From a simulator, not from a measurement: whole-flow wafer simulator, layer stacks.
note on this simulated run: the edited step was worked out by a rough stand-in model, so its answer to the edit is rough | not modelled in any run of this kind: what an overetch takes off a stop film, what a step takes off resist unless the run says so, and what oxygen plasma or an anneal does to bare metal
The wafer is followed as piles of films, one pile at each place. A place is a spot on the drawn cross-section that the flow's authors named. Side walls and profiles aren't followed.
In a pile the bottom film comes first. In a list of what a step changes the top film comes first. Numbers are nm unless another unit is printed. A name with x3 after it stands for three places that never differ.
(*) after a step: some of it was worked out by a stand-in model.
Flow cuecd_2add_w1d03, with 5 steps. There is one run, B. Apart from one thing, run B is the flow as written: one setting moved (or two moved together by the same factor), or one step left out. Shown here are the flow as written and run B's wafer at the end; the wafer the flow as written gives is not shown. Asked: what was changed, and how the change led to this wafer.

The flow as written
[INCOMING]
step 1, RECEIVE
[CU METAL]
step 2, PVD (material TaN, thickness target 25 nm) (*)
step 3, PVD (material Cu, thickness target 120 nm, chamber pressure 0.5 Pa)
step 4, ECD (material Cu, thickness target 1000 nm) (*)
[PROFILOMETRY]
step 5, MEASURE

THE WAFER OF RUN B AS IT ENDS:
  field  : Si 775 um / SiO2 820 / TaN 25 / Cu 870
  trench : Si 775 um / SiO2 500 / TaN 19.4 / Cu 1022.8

The reason: step 4, ECD: thickness target 750 nm was run, while the flow as written has thickness target 1000 nm.

Step by step, how the change led to this:
  step 4, ECD (material Cu, thickness target 1000 nm) (*)
      field: +750 Cu (it would be, as written: +1000 Cu)
      trench: +929.3 Cu (it would be, as written: +1226.8 Cu)
